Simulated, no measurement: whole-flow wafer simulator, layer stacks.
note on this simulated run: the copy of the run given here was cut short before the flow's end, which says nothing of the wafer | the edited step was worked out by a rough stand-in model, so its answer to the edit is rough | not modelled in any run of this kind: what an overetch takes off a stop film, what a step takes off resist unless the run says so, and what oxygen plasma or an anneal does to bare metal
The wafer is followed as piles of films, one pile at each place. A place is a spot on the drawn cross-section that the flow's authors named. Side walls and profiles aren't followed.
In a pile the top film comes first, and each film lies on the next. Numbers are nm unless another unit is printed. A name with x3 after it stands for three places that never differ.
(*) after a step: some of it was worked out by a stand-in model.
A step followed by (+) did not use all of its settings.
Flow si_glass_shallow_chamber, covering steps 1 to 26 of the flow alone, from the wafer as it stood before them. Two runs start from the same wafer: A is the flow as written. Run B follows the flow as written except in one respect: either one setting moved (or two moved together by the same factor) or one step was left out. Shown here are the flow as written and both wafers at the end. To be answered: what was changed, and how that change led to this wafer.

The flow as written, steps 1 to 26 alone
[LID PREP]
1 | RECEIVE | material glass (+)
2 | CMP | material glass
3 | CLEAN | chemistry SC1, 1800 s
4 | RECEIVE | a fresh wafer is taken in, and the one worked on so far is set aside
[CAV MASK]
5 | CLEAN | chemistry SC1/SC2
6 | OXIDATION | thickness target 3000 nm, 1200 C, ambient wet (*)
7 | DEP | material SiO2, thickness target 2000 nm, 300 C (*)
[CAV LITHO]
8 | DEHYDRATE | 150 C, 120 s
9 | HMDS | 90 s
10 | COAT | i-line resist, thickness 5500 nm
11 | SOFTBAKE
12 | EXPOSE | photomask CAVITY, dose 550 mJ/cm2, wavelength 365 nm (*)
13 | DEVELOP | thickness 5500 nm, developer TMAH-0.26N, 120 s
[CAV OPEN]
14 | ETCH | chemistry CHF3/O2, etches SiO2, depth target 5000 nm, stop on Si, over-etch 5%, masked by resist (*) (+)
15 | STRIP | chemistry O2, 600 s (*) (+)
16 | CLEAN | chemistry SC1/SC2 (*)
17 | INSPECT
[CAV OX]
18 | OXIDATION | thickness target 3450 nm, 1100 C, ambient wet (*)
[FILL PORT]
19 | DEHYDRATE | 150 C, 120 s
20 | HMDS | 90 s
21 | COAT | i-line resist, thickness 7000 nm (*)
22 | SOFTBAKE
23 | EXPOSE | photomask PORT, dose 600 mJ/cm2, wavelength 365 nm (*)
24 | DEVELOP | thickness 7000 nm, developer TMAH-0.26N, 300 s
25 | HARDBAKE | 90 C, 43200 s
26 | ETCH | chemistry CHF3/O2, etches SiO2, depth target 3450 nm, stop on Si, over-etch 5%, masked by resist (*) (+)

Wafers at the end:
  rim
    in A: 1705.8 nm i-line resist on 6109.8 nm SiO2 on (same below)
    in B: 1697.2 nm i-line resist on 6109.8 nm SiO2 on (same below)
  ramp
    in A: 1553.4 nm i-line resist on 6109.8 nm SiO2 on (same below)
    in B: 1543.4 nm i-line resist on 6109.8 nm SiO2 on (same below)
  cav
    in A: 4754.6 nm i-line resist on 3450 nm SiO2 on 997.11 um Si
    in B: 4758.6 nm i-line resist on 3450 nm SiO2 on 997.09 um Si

The reason: step 14, ETCH: over-etch 6.75% was run, whereas the flow has over-etch 5%.

Step by step, how the change led to this:
  14 | ETCH | chemistry CHF3/O2, etches SiO2, depth target 5000 nm, stop on Si, over-etch 5%, masked by resist (*) (+)
      cav, port: A -5000 SiO2 (all of it), -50 Si | B -5000 SiO2 (all of it), -67.5 Si
  15 | STRIP | chemistry O2, 600 s (*) (+)
      rim, ramp, septum, ring: A -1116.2 i-line resist (all of it) | B -1043.2 i-line resist (all of it)
